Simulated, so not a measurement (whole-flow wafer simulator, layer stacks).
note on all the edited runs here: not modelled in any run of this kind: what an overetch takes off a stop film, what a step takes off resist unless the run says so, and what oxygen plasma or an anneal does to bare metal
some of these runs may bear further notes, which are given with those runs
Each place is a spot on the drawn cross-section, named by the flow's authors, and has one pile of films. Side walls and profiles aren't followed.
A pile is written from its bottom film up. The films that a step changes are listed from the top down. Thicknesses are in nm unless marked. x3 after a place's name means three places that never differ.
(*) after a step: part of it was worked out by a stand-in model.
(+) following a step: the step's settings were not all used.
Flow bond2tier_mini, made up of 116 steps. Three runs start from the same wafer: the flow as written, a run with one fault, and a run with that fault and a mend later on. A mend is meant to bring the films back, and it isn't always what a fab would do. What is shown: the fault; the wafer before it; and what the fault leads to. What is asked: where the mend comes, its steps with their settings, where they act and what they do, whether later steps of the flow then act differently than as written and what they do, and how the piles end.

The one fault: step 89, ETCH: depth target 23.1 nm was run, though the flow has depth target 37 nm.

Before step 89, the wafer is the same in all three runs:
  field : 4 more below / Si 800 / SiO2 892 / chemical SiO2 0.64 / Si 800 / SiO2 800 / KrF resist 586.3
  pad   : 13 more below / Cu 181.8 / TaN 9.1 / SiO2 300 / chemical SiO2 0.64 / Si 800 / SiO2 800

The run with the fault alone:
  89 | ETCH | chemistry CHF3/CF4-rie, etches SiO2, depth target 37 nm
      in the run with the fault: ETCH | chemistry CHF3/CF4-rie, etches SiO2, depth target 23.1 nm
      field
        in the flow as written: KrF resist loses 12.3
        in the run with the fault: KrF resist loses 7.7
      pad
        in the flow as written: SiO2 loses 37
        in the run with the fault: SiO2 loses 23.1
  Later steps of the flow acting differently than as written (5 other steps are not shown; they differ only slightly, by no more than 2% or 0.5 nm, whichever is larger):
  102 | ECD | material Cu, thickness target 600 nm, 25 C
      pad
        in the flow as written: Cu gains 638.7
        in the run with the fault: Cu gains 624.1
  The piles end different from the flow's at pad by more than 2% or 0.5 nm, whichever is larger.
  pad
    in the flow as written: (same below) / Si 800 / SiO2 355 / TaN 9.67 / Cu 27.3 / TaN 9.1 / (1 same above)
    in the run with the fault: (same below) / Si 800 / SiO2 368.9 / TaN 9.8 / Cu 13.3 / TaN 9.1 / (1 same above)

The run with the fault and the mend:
  After step 90 comes the mend.
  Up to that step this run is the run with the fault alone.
  90a | COAT | KrF resist, thickness 600 nm (*) (a further turn of the flow's step 84)
      field
        KrF resist gains 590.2 (new film)
      pad
        KrF resist gains 610.2 (new film)
  90b | SOFTBAKE | KrF resist (a further turn of the flow's step 85)
      leaves every film unchanged at each place that is followed
  90c | EXPOSE | photomask T3TRIM, NA 0.6 (a further turn of the flow's step 86)
      leaves every film unchanged at each place that is followed
  90d | PEB | KrF resist (a further turn of the flow's step 87)
      leaves every film unchanged at each place that is followed
  90e | DEVELOP | developer TMAH-0.26N, 60 s (a further turn of the flow's step 88)
      field
        KrF resist loses 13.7
      pad
        KrF resist loses 610.2 (all of it)
  90f | ETCH | chemistry CHF3/CF4-rie, etches SiO2, depth target 13.9 nm (a further turn of the flow's step 89, with different settings)
      field
        KrF resist loses 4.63
      pad
        SiO2 loses 13.9
  90g | STRIP | chemistry O2, over-ash 100% (+) (a further turn of the flow's step 90)
      field
        KrF resist loses 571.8 (all of it)
  None of the later steps of the flow acts differently than as written at any place that is followed.
  At every place that both follow, the piles at the end match the flow's.
